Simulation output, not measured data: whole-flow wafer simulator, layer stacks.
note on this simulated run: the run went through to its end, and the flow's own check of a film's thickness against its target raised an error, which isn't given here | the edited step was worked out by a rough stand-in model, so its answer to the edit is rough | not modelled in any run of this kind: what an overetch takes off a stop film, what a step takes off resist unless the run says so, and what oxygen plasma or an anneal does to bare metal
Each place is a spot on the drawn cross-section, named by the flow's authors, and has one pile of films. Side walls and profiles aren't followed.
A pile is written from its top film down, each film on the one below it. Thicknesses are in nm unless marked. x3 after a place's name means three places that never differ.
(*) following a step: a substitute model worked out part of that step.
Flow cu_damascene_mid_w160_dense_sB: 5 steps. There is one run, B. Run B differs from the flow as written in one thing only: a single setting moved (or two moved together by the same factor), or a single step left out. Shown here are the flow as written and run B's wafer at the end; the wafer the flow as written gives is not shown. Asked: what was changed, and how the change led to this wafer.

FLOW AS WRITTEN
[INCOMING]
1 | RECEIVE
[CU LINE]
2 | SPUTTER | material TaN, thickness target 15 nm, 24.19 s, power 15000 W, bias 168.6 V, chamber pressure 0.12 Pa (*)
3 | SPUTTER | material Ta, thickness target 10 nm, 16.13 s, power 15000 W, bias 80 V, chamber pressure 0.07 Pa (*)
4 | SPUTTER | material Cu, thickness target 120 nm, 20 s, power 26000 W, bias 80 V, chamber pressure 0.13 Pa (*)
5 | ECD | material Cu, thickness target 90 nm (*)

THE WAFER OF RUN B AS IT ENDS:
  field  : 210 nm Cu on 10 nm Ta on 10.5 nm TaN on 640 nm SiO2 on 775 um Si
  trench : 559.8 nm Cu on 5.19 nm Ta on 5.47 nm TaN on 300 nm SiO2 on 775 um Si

Cause: step 2, SPUTTER: thickness target 10.5 nm was run, though the flow has thickness target 15 nm; step 2, SPUTTER: 16.93 s was run, where the flow has 24.19 s.
The wafer lets one read it off: field has TaN 10.5, and step 2 as written asks for 15 nm.

How this came from the change, step by step:
  2 | SPUTTER | material TaN, thickness target 15 nm, 24.19 s, power 15000 W, bias 168.6 V, chamber pressure 0.12 Pa (*)
      field: TaN gains 10.5 (new film) (in the flow as written it would be: TaN gains 15 (new film))
      trench: TaN gains 5.47 (new film) (in the flow as written it would be: TaN gains 7.82 (new film))
